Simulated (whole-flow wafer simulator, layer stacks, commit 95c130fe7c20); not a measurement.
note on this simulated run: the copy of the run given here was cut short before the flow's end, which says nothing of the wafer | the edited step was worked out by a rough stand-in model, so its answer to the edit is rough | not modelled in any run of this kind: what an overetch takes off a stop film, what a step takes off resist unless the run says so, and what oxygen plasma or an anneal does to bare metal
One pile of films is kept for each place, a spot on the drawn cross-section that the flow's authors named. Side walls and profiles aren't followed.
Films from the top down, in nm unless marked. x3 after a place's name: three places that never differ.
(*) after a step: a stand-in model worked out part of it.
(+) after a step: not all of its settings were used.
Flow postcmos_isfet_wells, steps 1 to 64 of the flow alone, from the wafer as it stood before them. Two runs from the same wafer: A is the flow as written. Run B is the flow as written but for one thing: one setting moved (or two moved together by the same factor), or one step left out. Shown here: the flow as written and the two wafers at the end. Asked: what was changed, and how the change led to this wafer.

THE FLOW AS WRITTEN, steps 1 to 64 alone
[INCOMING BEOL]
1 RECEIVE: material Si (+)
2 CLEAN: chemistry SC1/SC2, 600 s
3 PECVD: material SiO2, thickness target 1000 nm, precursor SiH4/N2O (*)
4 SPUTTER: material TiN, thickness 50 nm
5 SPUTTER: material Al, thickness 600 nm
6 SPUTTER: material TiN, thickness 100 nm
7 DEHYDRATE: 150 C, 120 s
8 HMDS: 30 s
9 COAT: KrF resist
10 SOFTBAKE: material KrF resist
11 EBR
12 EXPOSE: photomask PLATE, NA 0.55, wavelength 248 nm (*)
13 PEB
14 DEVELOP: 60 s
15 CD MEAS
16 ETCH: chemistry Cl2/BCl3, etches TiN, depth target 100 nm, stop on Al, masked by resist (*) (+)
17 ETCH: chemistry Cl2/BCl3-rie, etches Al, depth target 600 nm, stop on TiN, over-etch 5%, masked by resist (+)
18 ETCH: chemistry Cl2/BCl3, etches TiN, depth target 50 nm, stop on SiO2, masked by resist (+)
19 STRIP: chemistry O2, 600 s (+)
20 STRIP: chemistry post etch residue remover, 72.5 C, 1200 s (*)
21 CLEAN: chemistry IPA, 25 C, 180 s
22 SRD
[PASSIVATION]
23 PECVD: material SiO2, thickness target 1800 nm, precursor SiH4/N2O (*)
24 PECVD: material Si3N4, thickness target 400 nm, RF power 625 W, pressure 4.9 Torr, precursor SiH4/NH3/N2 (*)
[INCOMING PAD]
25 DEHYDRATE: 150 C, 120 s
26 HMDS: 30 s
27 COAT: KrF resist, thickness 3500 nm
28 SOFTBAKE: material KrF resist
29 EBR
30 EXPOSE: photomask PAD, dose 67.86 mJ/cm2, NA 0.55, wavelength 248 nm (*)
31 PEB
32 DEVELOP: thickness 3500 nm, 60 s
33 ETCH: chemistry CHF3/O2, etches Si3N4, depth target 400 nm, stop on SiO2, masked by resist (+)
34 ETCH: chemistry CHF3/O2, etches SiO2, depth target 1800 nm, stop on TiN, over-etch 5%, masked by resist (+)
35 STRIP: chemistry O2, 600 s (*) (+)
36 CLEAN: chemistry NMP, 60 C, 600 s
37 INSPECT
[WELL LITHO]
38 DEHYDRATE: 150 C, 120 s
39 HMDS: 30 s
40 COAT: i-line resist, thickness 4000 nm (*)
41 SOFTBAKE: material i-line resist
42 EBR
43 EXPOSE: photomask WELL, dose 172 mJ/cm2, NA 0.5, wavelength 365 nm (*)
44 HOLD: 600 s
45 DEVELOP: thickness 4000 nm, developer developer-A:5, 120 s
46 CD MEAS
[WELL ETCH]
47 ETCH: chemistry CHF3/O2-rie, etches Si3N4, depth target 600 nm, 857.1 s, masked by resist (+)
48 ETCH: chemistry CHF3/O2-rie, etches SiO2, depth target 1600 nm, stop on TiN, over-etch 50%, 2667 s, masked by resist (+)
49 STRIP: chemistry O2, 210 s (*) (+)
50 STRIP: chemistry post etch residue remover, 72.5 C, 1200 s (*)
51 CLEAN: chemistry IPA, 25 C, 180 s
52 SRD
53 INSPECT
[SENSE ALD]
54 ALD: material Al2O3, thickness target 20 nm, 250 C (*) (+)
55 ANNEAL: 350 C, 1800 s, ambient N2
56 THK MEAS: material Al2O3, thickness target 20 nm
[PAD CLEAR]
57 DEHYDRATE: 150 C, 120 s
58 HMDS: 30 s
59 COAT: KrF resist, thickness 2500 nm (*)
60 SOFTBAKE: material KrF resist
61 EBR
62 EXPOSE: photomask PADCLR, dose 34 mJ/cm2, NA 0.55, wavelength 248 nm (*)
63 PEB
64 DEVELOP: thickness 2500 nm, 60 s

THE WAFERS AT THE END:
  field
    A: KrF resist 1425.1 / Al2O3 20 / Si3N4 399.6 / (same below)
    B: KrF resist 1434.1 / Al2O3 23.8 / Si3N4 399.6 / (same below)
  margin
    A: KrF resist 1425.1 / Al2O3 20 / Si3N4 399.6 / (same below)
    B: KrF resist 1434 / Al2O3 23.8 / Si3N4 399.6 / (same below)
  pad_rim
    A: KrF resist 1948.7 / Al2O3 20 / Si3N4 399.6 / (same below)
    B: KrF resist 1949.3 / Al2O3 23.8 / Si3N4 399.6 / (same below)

The cause: step 54, ALD: thickness target 23.8 nm was run, where the flow has thickness target 20 nm.
It can be read off the wafer: field has Al2O3 23.8, and step 54 as written asks for 20 nm.

How the change led to this, step by step:
  54 ALD: material Al2O3, thickness target 20 nm, 250 C (*) (+)
      field, margin, well900, well1300 x3, pad_rim, pad_clr, pad_open: A Al2O3 +20 (new film) | B Al2O3 +23.8 (new film)
